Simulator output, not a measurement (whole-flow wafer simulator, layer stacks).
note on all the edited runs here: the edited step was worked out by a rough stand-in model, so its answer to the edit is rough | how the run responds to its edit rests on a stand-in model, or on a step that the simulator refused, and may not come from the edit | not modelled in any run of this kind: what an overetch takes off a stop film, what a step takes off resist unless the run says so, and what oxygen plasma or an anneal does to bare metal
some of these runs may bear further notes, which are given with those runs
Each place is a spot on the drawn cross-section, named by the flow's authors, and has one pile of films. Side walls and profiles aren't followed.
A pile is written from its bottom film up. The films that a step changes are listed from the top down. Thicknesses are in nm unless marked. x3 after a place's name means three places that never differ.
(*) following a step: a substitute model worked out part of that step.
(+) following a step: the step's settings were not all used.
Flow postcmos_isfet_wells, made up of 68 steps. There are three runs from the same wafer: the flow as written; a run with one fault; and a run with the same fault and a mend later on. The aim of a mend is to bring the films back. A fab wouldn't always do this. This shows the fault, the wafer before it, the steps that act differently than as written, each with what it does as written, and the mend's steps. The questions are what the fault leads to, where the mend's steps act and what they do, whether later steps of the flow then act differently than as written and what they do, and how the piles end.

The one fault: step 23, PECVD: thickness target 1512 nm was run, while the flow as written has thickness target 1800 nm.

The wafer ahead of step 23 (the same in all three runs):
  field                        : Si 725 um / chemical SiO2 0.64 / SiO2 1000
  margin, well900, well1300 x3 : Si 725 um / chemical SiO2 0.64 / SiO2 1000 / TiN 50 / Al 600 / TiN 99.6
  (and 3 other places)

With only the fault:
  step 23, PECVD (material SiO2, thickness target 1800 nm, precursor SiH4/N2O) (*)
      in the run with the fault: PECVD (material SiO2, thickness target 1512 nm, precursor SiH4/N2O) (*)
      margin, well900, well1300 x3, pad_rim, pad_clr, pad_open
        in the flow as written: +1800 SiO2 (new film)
        in the run with the fault: +1512 SiO2 (new film)
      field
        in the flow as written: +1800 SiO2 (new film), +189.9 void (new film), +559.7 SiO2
        in the run with the fault: +1512 SiO2 (new film), +190 void (new film), +559.6 SiO2
  Later steps of the flow acting differently than as written (1 other step is not shown; it differs only slightly, by no more than 2% or 0.5 nm, whichever is larger):
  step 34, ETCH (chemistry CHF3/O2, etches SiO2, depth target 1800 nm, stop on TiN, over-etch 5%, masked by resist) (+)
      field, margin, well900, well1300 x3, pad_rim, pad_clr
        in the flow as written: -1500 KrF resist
        in the run with the fault: -1323 KrF resist
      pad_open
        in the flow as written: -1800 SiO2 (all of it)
        in the run with the fault: -1512 SiO2 (all of it)
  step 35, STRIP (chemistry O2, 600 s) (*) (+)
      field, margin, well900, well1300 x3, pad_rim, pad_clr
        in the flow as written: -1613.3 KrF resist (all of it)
        in the run with the fault: -1790.3 KrF resist (all of it)
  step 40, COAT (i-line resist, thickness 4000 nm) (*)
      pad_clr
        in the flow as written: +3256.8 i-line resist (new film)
        in the run with the fault: +3347.5 i-line resist (new film)
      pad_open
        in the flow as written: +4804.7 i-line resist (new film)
        in the run with the fault: +4700.9 i-line resist (new film)
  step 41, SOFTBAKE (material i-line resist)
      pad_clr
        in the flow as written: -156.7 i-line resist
        in the run with the fault: -128.7 i-line resist
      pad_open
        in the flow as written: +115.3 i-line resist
        in the run with the fault: +102.5 i-line resist
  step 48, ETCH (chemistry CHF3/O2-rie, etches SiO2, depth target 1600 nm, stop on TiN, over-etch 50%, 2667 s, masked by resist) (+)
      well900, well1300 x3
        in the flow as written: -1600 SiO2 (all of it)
        in the run with the fault: -1312 SiO2 (all of it)
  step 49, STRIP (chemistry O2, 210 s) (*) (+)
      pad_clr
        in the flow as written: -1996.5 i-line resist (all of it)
        in the run with the fault: -2115.2 i-line resist (all of it)
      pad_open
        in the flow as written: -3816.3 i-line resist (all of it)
        in the run with the fault: -3699.7 i-line resist (all of it)
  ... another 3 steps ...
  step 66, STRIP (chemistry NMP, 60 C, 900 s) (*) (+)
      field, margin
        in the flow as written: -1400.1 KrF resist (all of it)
        in the run with the fault: -1536.7 KrF resist (all of it)
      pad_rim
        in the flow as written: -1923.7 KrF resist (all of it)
        in the run with the fault: -1988.6 KrF resist (all of it)
  The piles end different from the flow's at field, margin, pad_rim, pad_clr by more than 2% or 0.5 nm, whichever is larger.
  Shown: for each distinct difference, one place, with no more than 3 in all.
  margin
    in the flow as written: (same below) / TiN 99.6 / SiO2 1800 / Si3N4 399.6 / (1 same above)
    in the run with the fault: (same below) / TiN 99.6 / SiO2 1512 / Si3N4 399.6 / (1 same above)
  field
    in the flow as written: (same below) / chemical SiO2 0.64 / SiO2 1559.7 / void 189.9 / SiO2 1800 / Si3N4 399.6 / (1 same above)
    in the run with the fault: (same below) / chemical SiO2 0.64 / SiO2 1559.6 / void 190 / SiO2 1512 / Si3N4 399.6 / (1 same above)
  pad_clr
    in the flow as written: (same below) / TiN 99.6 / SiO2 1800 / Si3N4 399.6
    in the run with the fault: (same below) / TiN 99.6 / SiO2 1512 / Si3N4 399.6

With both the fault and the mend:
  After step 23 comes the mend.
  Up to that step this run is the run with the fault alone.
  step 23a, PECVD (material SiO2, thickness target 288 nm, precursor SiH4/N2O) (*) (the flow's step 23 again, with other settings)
      field, margin, well900, well1300 x3, pad_rim, pad_clr, pad_open
        +288 SiO2
  None of the later steps of the flow acts differently than as written at any place that is followed.
  When the end is reached, the piles differ only a little from the flow's at the places that both follow, at most by 2% or 0.5 nm, whichever is larger.
